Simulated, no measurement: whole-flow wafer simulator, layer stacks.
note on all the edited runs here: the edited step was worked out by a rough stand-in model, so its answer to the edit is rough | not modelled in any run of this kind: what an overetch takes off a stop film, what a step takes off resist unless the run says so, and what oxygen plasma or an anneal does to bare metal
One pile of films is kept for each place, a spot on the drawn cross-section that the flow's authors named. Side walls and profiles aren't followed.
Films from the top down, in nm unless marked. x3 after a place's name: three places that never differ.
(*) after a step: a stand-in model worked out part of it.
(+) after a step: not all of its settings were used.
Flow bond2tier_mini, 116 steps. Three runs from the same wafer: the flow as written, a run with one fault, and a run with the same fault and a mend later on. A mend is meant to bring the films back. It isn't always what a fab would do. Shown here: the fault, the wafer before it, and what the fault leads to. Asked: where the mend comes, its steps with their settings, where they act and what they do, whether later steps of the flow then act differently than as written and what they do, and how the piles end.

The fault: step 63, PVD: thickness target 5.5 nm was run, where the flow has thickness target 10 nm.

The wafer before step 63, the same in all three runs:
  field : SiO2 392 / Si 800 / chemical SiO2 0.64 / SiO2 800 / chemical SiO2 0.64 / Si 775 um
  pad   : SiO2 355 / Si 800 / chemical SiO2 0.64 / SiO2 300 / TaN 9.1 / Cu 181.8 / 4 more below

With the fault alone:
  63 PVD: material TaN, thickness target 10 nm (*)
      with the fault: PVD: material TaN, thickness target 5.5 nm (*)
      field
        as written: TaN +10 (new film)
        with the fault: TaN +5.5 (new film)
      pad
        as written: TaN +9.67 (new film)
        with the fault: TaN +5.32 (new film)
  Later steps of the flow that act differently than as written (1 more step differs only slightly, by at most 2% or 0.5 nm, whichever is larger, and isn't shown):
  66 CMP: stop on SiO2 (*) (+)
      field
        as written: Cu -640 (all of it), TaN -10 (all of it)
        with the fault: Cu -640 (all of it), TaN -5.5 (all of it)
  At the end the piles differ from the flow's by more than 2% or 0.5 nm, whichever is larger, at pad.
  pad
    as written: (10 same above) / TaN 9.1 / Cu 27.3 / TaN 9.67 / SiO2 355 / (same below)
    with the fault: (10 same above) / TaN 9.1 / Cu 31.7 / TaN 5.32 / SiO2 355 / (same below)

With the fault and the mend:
  The mend comes after step 63.
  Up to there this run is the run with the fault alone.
  63a PVD: material TaN, thickness target 4.5 nm (*) (the flow's step 63 once more, with other settings)
      field
        TaN +4.5
      pad
        TaN +4.35
  No later step of the flow acts differently than as written at any place that is followed.
  At the end the piles differ from the flow's only slightly at the places that both follow, by at most 2% or 0.5 nm, whichever is larger.
